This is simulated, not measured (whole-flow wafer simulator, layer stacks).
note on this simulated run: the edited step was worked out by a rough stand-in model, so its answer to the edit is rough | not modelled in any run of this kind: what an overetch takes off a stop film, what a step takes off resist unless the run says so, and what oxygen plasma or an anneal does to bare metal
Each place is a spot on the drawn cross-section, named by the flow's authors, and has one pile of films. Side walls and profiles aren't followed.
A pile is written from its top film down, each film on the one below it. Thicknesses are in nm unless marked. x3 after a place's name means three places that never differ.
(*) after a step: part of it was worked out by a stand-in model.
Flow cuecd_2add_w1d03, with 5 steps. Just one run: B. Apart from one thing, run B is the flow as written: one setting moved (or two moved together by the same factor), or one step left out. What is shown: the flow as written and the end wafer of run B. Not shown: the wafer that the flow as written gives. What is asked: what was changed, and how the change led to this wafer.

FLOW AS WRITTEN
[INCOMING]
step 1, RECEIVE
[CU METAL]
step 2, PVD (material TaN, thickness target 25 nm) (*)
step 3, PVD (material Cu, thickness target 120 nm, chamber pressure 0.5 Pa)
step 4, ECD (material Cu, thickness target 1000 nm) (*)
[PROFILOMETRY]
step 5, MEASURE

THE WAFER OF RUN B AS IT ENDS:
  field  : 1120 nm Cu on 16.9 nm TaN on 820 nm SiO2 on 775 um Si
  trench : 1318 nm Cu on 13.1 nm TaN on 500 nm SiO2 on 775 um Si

The reason: step 2, PVD: thickness target 16.9 nm was run, though the flow has thickness target 25 nm.
The wafer lets one read it off: field has TaN 16.9, and step 2 as written asks for 25 nm.

The path from the change to this, step by step:
  step 2, PVD (material TaN, thickness target 25 nm) (*)
      field: TaN gains 16.9 (new film) (it would be, as written: TaN gains 25 (new film))
      trench: TaN gains 13.1 (new film) (it would be, as written: TaN gains 19.4 (new film))
